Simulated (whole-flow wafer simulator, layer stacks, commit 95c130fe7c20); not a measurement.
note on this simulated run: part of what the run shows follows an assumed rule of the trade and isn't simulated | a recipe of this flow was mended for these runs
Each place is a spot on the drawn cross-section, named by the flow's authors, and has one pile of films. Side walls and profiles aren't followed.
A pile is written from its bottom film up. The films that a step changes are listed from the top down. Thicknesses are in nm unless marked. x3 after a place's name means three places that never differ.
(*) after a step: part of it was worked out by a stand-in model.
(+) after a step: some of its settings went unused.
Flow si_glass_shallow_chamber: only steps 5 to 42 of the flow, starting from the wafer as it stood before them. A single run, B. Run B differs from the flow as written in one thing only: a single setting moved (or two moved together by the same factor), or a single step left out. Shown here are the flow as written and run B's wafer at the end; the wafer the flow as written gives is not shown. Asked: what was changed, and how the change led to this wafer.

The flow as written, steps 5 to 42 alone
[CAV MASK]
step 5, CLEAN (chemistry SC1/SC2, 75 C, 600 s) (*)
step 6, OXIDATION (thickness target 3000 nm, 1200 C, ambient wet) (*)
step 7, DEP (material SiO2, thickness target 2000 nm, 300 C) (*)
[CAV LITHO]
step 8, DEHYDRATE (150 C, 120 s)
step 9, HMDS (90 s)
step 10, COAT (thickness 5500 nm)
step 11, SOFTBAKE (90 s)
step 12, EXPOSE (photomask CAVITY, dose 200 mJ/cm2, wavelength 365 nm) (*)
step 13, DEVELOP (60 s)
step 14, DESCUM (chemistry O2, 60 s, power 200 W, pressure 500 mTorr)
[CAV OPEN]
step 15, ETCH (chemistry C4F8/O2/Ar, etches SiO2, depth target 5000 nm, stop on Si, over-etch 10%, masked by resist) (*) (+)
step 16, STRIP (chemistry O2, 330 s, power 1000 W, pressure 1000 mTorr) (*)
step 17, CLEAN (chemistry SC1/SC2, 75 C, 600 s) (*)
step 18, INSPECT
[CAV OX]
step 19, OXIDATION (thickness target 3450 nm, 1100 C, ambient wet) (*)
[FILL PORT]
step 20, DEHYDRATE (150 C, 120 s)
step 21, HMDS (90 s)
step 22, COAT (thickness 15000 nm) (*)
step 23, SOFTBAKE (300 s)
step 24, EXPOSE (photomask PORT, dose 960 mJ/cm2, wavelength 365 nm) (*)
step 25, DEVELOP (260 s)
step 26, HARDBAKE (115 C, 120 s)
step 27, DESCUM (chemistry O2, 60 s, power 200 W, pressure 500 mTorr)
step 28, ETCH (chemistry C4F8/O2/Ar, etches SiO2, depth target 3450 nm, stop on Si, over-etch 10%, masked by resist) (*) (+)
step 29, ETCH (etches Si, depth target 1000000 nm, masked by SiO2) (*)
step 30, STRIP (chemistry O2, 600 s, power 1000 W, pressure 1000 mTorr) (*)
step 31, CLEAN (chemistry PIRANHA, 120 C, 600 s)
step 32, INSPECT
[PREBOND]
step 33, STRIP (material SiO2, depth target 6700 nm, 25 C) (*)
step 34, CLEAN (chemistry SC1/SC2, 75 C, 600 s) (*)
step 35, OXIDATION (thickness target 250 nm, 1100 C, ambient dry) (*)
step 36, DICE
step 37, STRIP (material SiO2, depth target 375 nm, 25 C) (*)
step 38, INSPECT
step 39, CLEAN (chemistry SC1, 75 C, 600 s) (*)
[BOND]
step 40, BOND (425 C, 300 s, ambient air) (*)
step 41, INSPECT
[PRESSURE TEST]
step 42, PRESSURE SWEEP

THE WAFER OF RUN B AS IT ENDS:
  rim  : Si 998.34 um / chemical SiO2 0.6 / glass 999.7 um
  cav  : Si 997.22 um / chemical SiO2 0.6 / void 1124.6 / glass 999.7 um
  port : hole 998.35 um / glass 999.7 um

What caused this: step 6, OXIDATION: thickness target 2200 nm was run, whereas the flow has thickness target 3000 nm.

The path from the change to this, step by step:
  step 6, OXIDATION (thickness target 3000 nm, 1200 C, ambient wet) (*)
      rim, ramp, cav, port, septum, ring: SiO2 gains 2200 (new film), chemical SiO2 loses 0.6 (all of it), Si loses 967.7 (as written it would have been: SiO2 gains 3000 (new film), chemical SiO2 loses 0.6 (all of it), Si loses 1319.7)
  step 15, ETCH (chemistry C4F8/O2/Ar, etches SiO2, depth target 5000 nm, stop on Si, over-etch 10%, masked by resist) (*) (+)
      rim, ramp, septum, ring: thick-i-line-resist loses 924 (as written it would have been: thick-i-line-resist loses 1100)
      cav, port: SiO2 loses 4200 (all of it), Si loses 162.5 (as written it would have been: SiO2 loses 5000 (all of it), Si loses 62.5)
  step 16, STRIP (chemistry O2, 330 s, power 1000 W, pressure 1000 mTorr) (*)
      rim, ramp, septum, ring: thick-i-line-resist loses 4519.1 (all of it) (as written it would have been: thick-i-line-resist loses 4343.1 (all of it))
  step 19, OXIDATION (thickness target 3450 nm, 1100 C, ambient wet) (*)
      rim, ramp, septum, ring: SiO2 gains 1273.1, Si loses 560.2 (as written it would have been: SiO2 gains 1110.9, Si loses 488.8)
  step 22, COAT (thickness 15000 nm) (*)
      rim: thick-i-line-resist gains 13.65 um (new film) (as written it would have been: thick-i-line-resist gains 13.4 um (new film))
      ramp: thick-i-line-resist gains 13.22 um (new film) (as written it would have been: thick-i-line-resist gains 12.89 um (new film))
      (also at 4 further places)
  step 23, SOFTBAKE (300 s)
      rim: thick-i-line-resist loses 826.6 (as written it would have been: thick-i-line-resist loses 997)
      ramp: thick-i-line-resist loses 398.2 (as written it would have been: thick-i-line-resist loses 487.1)
      (also at 4 further places)
  step 25, DEVELOP (260 s)
      port: thick-i-line-resist loses 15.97 um (all of it) (as written it would have been: thick-i-line-resist loses 16.16 um (all of it))
  step 26, HARDBAKE (115 C, 120 s)
      rim, ramp: thick-i-line-resist loses 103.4 (as written it would have been: thick-i-line-resist loses 98.2)
  step 29, ETCH (etches Si, depth target 1000000 nm, masked by SiO2) (*)
      rim, ramp: thick-i-line-resist loses 11.89 um (all of it), SiO2 loses 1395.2 (as written it would have been: thick-i-line-resist loses 11.47 um (all of it), SiO2 loses 1617.3)
      port: hole gains 997.3 um (new film), Si loses 997.3 um (all of it) (as written it would have been: hole gains 997.05 um (new film), Si loses 997.05 um (all of it))
      (also at 2 further places)
  step 30, STRIP (chemistry O2, 600 s, power 1000 W, pressure 1000 mTorr) (*)
      cav: thick-i-line-resist loses 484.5 (all of it) (as written it would have been: thick-i-line-resist loses 669.6 (all of it))
  step 33, STRIP (material SiO2, depth target 6700 nm, 25 C) (*)
      rim, ramp: SiO2 loses 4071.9 (all of it) (as written it would have been: SiO2 loses 4487.5 (all of it))
      septum: SiO2 loses 5113.7 (all of it) (as written it would have been: SiO2 loses 5732.1 (all of it))
      (also at 1 further place)
  step 40, BOND (425 C, 300 s, ambient air) (*)
      cav: glass gains 999.7 um (new film), void gains 1124.6 (new film) (as written it would have been: glass gains 999.7 um (new film), void gains 1095.9 (new film))
      port: glass gains 999.7 um (new film), hole gains 1045.9 (as written it would have been: glass gains 999.7 um (new film), hole gains 1017.3)
